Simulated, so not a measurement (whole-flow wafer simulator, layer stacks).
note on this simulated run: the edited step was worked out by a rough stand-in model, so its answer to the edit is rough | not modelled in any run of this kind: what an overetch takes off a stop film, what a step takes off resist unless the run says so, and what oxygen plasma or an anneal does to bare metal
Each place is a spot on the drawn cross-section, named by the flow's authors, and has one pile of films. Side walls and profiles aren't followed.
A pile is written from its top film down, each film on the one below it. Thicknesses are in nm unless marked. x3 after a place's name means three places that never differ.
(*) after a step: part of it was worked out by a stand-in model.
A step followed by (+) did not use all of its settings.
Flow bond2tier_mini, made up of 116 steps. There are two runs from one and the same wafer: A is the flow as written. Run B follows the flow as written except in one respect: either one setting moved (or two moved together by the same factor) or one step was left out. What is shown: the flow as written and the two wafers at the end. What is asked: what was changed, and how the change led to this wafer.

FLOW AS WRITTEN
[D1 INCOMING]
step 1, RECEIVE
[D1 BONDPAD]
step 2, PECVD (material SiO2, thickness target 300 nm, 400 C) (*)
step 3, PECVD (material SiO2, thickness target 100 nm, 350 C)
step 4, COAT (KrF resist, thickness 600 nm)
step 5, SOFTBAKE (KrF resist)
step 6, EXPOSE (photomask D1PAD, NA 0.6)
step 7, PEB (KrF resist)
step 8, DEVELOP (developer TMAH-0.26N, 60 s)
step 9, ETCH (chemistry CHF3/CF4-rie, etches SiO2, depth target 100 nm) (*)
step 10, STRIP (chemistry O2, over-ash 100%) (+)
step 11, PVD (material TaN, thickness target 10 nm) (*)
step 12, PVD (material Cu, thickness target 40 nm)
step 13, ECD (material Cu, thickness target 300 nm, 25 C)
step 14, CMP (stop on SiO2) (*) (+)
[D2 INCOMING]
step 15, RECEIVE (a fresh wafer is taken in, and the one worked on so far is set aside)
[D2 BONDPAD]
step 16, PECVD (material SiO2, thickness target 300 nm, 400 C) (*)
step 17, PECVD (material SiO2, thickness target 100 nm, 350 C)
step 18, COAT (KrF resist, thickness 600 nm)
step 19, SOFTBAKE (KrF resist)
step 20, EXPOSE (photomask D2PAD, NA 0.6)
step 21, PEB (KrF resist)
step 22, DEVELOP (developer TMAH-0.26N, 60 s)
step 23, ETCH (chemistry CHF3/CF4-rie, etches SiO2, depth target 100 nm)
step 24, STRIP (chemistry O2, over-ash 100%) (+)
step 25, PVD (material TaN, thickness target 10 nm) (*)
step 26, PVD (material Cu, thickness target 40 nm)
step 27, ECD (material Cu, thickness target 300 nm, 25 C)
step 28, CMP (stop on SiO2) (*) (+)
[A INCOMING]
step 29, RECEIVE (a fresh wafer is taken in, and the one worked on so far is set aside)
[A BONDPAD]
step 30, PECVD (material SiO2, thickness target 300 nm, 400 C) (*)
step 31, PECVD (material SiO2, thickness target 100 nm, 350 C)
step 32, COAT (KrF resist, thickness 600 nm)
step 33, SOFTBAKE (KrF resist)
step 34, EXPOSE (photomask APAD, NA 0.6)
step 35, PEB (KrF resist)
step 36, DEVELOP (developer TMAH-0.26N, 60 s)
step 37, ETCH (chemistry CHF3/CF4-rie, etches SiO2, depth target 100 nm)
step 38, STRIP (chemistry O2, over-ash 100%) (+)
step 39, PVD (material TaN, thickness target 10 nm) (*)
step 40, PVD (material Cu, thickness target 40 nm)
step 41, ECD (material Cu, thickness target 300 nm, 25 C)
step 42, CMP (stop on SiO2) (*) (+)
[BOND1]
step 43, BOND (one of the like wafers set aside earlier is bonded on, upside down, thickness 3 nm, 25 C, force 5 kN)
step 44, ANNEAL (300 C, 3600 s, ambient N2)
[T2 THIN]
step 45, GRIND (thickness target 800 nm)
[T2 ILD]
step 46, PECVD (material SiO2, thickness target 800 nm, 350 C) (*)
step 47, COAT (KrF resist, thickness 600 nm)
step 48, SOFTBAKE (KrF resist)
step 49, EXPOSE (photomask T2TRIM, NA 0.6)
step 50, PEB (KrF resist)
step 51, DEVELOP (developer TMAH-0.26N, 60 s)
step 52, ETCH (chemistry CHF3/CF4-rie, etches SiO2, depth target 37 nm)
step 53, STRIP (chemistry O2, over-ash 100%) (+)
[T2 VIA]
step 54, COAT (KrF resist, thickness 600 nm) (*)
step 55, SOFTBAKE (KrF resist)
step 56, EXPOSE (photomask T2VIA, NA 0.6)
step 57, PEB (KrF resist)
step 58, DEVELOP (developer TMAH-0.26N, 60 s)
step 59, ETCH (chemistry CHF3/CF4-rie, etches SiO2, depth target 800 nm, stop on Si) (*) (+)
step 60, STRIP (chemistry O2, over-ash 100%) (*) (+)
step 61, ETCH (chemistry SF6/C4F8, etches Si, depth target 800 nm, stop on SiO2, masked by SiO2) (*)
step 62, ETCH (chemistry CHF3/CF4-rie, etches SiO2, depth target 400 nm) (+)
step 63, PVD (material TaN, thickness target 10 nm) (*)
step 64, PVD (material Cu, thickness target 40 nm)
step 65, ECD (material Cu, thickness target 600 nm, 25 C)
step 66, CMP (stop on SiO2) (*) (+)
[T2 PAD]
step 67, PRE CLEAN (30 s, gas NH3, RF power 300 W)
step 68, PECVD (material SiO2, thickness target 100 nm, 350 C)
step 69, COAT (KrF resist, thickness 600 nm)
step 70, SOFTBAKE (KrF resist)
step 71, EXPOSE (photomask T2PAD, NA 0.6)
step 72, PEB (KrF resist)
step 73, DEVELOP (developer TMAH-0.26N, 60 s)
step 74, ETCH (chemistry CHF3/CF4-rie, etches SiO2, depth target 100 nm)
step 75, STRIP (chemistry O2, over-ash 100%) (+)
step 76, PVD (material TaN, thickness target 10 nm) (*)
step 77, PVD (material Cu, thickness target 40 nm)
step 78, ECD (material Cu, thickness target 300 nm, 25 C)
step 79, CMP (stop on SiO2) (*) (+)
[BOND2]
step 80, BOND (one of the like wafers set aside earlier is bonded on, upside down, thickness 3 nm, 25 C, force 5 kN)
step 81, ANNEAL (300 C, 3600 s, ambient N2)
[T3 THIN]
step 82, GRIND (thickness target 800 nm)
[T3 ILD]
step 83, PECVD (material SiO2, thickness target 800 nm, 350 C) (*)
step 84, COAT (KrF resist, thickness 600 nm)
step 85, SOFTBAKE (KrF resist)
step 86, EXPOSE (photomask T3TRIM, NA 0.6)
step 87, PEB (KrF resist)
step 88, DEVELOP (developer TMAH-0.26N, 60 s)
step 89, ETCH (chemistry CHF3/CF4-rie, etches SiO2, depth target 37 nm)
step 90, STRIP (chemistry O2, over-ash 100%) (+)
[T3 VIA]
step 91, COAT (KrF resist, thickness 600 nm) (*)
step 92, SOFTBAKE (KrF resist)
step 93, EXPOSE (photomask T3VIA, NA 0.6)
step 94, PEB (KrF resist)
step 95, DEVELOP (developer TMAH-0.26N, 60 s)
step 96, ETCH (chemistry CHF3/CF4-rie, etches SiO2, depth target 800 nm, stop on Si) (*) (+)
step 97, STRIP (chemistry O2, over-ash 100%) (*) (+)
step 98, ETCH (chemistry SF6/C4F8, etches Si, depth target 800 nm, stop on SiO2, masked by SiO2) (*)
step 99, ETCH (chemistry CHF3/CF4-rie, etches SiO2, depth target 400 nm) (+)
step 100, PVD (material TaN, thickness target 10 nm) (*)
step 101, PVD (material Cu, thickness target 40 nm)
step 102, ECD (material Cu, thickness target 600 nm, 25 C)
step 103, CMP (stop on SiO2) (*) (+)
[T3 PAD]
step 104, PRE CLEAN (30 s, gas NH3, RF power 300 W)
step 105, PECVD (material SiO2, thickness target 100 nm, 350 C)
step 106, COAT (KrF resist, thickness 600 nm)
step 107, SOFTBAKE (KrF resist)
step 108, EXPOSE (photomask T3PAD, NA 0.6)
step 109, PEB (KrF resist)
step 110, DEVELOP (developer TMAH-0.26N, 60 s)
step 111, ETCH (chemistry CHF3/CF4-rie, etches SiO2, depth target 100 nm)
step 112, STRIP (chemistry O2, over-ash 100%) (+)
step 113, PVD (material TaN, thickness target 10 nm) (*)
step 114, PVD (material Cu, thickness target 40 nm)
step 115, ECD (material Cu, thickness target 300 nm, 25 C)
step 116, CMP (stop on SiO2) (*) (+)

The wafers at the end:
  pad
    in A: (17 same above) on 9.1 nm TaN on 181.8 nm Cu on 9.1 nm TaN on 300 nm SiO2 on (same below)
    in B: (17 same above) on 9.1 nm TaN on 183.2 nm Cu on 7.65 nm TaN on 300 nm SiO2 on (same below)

Cause: step 39, PVD: thickness target 8.4 nm was run, though the flow has thickness target 10 nm.

The path from the change to this, step by step:
  step 39, PVD (material TaN, thickness target 10 nm) (*)
      field: A +10 TaN (new film) | B +8.4 TaN (new film)
      pad: A +9.1 TaN (new film) | B +7.65 TaN (new film)
      (and at 1 other place as well)
  step 42, CMP (stop on SiO2) (*) (+)
      field: A -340 Cu (all of it), -10 TaN (all of it) | B -340 Cu (all of it), -8.4 TaN (all of it)
